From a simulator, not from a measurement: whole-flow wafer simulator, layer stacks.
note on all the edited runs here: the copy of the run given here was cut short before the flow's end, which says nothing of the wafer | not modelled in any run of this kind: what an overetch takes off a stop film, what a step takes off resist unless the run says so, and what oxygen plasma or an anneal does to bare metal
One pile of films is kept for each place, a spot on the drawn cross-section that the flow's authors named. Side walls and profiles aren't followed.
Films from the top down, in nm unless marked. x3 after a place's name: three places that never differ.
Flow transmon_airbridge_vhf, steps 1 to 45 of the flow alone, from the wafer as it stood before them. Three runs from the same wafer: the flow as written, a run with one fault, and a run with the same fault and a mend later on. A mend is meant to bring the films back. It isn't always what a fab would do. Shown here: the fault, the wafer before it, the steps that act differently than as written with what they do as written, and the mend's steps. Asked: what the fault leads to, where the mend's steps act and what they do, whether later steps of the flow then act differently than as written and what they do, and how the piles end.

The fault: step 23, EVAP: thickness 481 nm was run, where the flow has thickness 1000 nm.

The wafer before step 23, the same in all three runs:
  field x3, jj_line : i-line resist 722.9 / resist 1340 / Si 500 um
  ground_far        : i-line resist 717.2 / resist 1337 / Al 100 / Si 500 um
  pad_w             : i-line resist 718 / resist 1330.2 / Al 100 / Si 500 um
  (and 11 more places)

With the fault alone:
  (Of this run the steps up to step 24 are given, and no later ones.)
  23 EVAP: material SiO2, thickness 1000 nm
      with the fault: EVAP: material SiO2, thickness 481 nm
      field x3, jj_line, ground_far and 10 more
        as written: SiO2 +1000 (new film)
        with the fault: SiO2 +481 (new film)
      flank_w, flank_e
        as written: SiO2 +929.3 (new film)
        with the fault: SiO2 +447 (new film)
  Later steps of the flow that act differently than as written:
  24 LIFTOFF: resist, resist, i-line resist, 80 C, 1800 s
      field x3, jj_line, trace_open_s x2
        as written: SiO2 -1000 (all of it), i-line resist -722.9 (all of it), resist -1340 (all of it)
        with the fault: SiO2 -481 (all of it), i-line resist -722.9 (all of it), resist -1340 (all of it)
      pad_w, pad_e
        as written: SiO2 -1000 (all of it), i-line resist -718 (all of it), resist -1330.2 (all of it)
        with the fault: SiO2 -481 (all of it), i-line resist -718 (all of it), resist -1330.2 (all of it)
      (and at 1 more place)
  After step 24 the piles differ from the flow's by more than 2% or 0.5 nm, whichever is larger, at flank_w, gap_w, cpw_trace, gap_e, flank_e, margin_s, bridge_strip, margin_n.
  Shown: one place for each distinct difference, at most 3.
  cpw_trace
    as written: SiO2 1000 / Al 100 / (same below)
    with the fault: SiO2 481 / Al 100 / (same below)
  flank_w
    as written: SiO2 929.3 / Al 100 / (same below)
    with the fault: SiO2 447 / Al 100 / (same below)
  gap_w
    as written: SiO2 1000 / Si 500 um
    with the fault: SiO2 481 / Si 500 um

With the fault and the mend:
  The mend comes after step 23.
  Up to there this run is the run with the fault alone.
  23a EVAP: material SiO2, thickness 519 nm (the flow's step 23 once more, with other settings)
      field x3, jj_line, ground_far and 10 more
        SiO2 +519
      flank_w, flank_e
        SiO2 +483
  No later step of the flow acts differently than as written, at any place that is followed, by more than 2% or 0.5 nm, whichever is larger.
  At the end the piles differ from the flow's only slightly at the places that both follow, by at most 2% or 0.5 nm, whichever is larger.
